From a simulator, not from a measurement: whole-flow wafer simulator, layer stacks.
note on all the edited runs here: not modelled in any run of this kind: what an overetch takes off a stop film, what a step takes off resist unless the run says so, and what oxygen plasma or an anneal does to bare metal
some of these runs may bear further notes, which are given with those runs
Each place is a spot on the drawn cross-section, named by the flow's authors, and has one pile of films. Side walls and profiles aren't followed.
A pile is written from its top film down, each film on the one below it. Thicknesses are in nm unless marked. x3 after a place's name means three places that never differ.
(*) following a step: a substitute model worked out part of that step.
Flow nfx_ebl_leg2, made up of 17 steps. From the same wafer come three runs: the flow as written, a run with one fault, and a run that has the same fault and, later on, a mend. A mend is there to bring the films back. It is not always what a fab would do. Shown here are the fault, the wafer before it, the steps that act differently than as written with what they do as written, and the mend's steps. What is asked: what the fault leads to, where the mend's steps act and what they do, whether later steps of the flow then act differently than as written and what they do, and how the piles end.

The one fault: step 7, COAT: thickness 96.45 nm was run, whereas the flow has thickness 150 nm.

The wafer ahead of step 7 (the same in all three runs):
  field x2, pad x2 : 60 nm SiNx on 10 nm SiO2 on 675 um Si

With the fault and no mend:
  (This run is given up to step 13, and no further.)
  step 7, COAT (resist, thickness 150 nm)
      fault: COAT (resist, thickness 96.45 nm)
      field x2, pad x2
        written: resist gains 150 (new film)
        fault: resist gains 96.5 (new film)
  Later steps of the flow acting differently than as written:
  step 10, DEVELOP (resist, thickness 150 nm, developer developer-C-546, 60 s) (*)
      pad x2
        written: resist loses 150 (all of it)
        fault: resist loses 96.5 (all of it)
  After step 13, at field x2, the piles differ from the flow's by more than 2% or 0.5 nm, whichever is larger.
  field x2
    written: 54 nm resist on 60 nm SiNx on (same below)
    fault: 0.45 nm resist on 60 nm SiNx on (same below)

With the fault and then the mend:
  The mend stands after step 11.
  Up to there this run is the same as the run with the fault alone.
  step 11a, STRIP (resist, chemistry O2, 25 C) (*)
      field x2
        resist loses 96.5 (all of it)
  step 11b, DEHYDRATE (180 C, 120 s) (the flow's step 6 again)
      leaves every film unchanged at each place that is followed
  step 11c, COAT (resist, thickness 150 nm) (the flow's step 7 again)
      field x2, pad x2
        resist gains 150 (new film)
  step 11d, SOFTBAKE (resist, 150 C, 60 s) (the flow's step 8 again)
      leaves every film unchanged at each place that is followed
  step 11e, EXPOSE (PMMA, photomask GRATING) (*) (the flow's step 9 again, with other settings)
      leaves every film unchanged at each place that is followed
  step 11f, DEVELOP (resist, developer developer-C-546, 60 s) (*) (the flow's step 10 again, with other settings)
      pad x2
        resist loses 150 (all of it)
  None of the later steps of the flow acts differently than as written at any place that is followed.
  The piles end the same as the flow's at every place that both follow.
